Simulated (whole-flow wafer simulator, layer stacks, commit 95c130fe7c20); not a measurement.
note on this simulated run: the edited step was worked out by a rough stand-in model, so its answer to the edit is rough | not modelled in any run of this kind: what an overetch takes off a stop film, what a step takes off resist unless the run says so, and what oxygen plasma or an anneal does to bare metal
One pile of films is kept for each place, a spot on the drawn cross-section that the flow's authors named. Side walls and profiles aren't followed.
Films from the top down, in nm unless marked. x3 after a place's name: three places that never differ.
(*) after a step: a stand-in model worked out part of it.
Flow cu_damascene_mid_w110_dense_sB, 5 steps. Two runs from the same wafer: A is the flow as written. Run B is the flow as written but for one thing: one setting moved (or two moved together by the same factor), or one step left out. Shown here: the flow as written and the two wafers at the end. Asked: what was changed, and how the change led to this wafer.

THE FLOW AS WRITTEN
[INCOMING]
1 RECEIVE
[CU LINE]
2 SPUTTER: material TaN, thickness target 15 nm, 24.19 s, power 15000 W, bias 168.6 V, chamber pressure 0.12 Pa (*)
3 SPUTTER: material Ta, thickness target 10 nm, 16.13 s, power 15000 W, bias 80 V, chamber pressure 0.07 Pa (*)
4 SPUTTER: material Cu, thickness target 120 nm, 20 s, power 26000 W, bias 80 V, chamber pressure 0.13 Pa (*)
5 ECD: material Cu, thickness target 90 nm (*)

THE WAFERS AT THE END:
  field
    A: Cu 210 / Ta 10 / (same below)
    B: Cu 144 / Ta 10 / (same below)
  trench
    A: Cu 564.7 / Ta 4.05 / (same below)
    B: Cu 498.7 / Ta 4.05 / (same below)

The cause: step 4, SPUTTER: thickness target 54 nm was run, where the flow has thickness target 120 nm; step 4, SPUTTER: 9 s was run, where the flow has 20 s.

How the change led to this, step by step:
  4 SPUTTER: material Cu, thickness target 120 nm, 20 s, power 26000 W, bias 80 V, chamber pressure 0.13 Pa (*)
      field: A Cu +120 (new film) | B Cu +54 (new film)
      trench: A Cu +49.9 (new film) | B Cu +22.5 (new film)
  5 ECD: material Cu, thickness target 90 nm (*)
      trench: A Cu +514.8 | B Cu +476.3
